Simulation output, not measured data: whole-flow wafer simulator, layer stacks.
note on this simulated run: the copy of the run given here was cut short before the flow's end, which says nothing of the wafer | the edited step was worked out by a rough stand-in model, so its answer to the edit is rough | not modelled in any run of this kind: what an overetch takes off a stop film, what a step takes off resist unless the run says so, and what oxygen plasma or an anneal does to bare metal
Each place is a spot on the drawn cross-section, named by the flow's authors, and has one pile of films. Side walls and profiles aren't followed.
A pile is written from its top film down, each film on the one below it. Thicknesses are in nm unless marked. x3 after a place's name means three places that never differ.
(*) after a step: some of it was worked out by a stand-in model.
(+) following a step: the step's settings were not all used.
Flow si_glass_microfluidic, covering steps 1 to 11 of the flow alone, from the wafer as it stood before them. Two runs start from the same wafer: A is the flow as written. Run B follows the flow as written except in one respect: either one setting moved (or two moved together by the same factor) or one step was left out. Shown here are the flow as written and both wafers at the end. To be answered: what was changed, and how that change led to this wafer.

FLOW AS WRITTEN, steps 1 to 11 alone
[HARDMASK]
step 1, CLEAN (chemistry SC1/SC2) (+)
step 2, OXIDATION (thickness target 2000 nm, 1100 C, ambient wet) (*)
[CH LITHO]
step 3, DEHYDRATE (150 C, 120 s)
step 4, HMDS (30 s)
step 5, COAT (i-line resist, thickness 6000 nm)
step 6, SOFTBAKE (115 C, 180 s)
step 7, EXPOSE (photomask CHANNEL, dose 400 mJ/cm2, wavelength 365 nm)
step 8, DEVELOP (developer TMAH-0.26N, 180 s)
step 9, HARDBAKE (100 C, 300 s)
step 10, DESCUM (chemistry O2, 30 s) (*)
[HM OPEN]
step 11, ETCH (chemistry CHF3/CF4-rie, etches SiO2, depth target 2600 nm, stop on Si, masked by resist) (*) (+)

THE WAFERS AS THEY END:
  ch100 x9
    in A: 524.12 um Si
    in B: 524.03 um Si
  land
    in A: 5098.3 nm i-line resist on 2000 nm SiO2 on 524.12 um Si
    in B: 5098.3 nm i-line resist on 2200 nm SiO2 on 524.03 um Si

The reason: step 2, OXIDATION: thickness target 2200 nm was run, though the flow has thickness target 2000 nm.
The wafer itself shows it: land has SiO2 2200, and step 2 as written asks for 2000 nm.

Step by step, how the change led to this:
  step 2, OXIDATION (thickness target 2000 nm, 1100 C, ambient wet) (*)
      land, ch100 x9: A +2000 SiO2 (new film), -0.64 chemical SiO2 (all of it), -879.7 Si | B +2200 SiO2 (new film), -0.64 chemical SiO2 (all of it), -967.7 Si
  step 11, ETCH (chemistry CHF3/CF4-rie, etches SiO2, depth target 2600 nm, stop on Si, masked by resist) (*) (+)
      ch100 x9: A -2000 SiO2 (all of it) | B -2200 SiO2 (all of it)
